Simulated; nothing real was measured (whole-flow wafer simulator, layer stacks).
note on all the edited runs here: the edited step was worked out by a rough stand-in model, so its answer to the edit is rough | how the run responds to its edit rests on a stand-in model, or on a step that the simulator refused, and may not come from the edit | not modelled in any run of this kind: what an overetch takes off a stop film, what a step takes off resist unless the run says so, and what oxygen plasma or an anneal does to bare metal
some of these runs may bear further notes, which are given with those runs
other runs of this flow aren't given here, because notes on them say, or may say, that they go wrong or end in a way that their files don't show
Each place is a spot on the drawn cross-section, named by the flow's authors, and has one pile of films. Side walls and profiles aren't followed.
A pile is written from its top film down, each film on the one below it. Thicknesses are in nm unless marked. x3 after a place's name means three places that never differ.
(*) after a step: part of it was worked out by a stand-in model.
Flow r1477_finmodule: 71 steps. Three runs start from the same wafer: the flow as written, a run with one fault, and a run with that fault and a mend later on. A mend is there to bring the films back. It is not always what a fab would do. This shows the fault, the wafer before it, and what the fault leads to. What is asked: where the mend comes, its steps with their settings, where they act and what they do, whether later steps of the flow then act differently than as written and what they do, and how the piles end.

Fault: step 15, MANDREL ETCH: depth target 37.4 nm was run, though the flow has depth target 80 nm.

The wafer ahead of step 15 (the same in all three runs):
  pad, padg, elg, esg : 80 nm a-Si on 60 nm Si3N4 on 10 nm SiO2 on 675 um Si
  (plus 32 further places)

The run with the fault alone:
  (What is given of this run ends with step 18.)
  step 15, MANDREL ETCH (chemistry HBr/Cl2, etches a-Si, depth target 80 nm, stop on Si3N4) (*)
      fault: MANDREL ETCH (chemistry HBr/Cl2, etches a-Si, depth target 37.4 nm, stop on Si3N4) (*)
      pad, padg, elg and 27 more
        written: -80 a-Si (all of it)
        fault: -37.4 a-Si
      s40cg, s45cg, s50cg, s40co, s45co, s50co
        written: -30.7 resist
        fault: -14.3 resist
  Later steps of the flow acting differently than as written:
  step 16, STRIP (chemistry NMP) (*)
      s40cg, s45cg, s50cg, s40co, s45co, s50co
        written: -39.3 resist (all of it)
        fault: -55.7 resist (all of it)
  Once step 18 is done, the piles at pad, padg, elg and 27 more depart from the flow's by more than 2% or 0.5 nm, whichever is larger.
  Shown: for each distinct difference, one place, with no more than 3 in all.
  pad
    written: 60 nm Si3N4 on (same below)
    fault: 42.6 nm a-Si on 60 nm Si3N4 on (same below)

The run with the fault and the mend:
  After step 15 comes the mend.
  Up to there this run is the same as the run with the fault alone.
  step 15a, MANDREL ETCH (chemistry HBr/Cl2, etches a-Si, depth target 42.6 nm, stop on Si3N4) (*) (a further turn of the flow's step 15, with different settings)
      pad, padg, elg and 27 more
        -42.6 a-Si (all of it)
      s40cg, s45cg, s50cg, s40co, s45co, s50co
        -16.3 resist
  Later steps of the flow that are run all act as written at every place that is followed.
  By the end, the piles equal the flow's at every place that both follow.
